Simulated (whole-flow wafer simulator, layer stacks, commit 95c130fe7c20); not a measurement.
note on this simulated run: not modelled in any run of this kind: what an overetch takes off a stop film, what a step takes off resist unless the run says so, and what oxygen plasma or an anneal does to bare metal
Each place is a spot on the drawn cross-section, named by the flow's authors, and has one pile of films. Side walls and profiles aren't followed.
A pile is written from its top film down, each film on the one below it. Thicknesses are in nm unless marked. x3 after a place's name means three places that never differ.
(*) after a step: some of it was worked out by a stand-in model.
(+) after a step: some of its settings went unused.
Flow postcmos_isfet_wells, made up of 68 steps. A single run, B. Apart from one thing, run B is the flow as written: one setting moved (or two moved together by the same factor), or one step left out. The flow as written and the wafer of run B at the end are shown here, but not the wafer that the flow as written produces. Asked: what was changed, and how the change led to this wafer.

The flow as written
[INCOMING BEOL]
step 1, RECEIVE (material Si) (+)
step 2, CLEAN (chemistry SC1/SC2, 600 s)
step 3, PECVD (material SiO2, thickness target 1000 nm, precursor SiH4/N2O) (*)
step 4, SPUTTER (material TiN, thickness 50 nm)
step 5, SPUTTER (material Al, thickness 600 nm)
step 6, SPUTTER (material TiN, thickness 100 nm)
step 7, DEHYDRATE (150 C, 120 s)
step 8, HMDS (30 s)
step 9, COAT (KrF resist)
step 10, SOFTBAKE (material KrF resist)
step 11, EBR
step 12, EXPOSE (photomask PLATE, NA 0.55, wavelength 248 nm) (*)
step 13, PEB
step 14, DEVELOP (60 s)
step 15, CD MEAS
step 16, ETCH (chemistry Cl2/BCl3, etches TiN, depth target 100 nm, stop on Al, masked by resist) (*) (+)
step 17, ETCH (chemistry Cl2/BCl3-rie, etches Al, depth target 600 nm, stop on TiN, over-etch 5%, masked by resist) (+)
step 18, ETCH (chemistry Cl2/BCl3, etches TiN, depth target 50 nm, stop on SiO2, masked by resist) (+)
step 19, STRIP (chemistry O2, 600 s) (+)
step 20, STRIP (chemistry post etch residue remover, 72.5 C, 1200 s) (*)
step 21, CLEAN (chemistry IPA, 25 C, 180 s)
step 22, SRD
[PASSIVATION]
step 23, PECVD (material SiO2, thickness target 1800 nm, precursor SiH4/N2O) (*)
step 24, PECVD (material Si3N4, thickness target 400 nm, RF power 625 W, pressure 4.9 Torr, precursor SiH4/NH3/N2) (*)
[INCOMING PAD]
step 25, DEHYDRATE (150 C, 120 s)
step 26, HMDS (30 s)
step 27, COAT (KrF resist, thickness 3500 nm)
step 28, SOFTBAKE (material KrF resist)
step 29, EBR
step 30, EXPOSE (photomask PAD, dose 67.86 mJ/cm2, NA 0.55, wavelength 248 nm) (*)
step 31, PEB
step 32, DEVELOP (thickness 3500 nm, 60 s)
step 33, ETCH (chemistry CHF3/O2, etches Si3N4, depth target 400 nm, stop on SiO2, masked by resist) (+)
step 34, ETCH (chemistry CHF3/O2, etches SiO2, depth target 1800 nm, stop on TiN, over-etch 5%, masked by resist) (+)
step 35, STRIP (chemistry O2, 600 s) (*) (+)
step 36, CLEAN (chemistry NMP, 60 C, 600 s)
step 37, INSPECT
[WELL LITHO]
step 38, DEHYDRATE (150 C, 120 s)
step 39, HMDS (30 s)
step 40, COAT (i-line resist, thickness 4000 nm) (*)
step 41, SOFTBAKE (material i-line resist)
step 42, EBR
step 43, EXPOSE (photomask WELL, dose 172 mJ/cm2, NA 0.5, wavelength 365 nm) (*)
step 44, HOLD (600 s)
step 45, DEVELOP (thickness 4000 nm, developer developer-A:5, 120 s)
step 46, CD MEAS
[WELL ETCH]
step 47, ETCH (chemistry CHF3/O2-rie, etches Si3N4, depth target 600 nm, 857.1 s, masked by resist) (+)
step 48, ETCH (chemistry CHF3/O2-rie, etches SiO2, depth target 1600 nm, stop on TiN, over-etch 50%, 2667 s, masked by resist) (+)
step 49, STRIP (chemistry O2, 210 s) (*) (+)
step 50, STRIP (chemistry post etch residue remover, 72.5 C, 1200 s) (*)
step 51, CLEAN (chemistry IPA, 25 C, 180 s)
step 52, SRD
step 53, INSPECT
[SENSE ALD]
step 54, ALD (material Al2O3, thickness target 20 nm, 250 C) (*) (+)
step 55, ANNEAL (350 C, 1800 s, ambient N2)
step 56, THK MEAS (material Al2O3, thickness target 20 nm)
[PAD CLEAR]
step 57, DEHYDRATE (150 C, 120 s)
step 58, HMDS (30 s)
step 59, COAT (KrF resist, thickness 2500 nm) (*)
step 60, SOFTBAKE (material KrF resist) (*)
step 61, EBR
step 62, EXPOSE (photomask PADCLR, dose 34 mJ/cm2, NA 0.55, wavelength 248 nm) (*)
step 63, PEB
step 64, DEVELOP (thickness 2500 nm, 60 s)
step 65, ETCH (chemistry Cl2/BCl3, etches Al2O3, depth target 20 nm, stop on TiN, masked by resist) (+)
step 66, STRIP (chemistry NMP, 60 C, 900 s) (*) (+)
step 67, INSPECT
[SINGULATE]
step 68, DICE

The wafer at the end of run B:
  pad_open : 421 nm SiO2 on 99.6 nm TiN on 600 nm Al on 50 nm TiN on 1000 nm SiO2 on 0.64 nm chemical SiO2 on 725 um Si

What caused this: step 34, ETCH: depth target 1379 nm was run, though the flow has depth target 1800 nm.

Step by step, how the change led to this:
  step 34, ETCH (chemistry CHF3/O2, etches SiO2, depth target 1800 nm, stop on TiN, over-etch 5%, masked by resist) (+)
      pad_open: SiO2 loses 1379 (it would be, as written: SiO2 loses 1800 (all of it))
      field, margin, well900, well1300, well2000, well3000, pad_rim, pad_clr: KrF resist loses 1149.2 (it would be, as written: KrF resist loses 1500)
  step 35, STRIP (chemistry O2, 600 s) (*) (+)
      field, margin, well900, well1300, well2000, well3000, pad_rim, pad_clr: KrF resist loses 1989.3 (all of it) (it would be, as written: KrF resist loses 1638.4 (all of it))
  step 40, COAT (i-line resist, thickness 4000 nm) (*)
      pad_clr: i-line resist gains 3389.7 (new film) (it would be, as written: i-line resist gains 3256.8 (new film))
      pad_open: i-line resist gains 4653 (new film) (it would be, as written: i-line resist gains 4804.7 (new film))
  step 41, SOFTBAKE (material i-line resist)
      pad_clr: i-line resist loses 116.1 (it would be, as written: i-line resist loses 156.7)
      pad_open: i-line resist gains 96.1 (it would be, as written: i-line resist gains 115.3)
  step 49, STRIP (chemistry O2, 210 s) (*) (+)
      pad_clr: i-line resist loses 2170 (all of it) (it would be, as written: i-line resist loses 1996.5 (all of it))
      pad_open: i-line resist loses 3645.5 (all of it) (it would be, as written: i-line resist loses 3816.3 (all of it))
  step 59, COAT (KrF resist, thickness 2500 nm) (*)
      pad_rim: KrF resist gains 2072.5 (new film) (it would be, as written: KrF resist gains 1976.4 (new film))
      pad_clr: KrF resist gains 1834.1 (new film) (it would be, as written: KrF resist gains 1691.6 (new film))
      (as well as at 1 more place)
  step 60, SOFTBAKE (material KrF resist) (*)
      pad_clr: KrF resist loses 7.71 (it would be, as written: KrF resist loses 9.57)
  step 64, DEVELOP (thickness 2500 nm, 60 s)
      pad_clr: KrF resist loses 1826.4 (all of it) (it would be, as written: KrF resist loses 1682 (all of it))
      pad_open: KrF resist loses 2961 (all of it) (it would be, as written: KrF resist loses 3067.2 (all of it))
  step 66, STRIP (chemistry NMP, 60 C, 900 s) (*) (+)
      pad_rim: KrF resist loses 2033.4 (all of it) (it would be, as written: KrF resist loses 1937.7 (all of it))
